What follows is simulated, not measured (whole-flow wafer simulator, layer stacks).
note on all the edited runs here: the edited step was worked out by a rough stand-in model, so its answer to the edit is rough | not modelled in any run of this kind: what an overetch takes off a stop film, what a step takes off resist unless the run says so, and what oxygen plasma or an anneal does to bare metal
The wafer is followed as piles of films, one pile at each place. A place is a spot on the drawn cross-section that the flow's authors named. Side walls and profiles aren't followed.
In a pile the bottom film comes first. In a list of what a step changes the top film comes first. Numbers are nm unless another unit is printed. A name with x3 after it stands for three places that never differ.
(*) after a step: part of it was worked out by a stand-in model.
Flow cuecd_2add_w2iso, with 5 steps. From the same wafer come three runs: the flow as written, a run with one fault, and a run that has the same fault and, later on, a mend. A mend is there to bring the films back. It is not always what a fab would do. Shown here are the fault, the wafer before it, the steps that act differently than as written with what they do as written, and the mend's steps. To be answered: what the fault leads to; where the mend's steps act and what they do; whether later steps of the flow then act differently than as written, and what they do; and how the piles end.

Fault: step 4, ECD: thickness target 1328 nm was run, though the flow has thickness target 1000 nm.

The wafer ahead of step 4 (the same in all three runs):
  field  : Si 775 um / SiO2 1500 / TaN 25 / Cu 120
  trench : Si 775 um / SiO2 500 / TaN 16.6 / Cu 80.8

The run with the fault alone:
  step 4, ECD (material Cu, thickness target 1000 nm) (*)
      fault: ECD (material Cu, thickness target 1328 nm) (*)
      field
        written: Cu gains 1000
        fault: Cu gains 1328
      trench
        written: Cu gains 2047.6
        fault: Cu gains 2375.6
  Later steps of the flow that are run all act as written at every place that is followed.
  At field, trench, the piles at the end differ from the flow's by more than 2% or 0.5 nm, whichever is larger.
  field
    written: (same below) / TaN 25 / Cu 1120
    fault: (same below) / TaN 25 / Cu 1448
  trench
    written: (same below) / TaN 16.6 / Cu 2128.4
    fault: (same below) / TaN 16.6 / Cu 2456.4

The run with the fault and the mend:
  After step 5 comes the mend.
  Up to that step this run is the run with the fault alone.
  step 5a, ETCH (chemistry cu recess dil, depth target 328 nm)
      field, trench
        Cu loses 328
  Later steps of the flow that are run all act as written at every place that is followed.
  At every place that both follow, the piles at the end match the flow's.
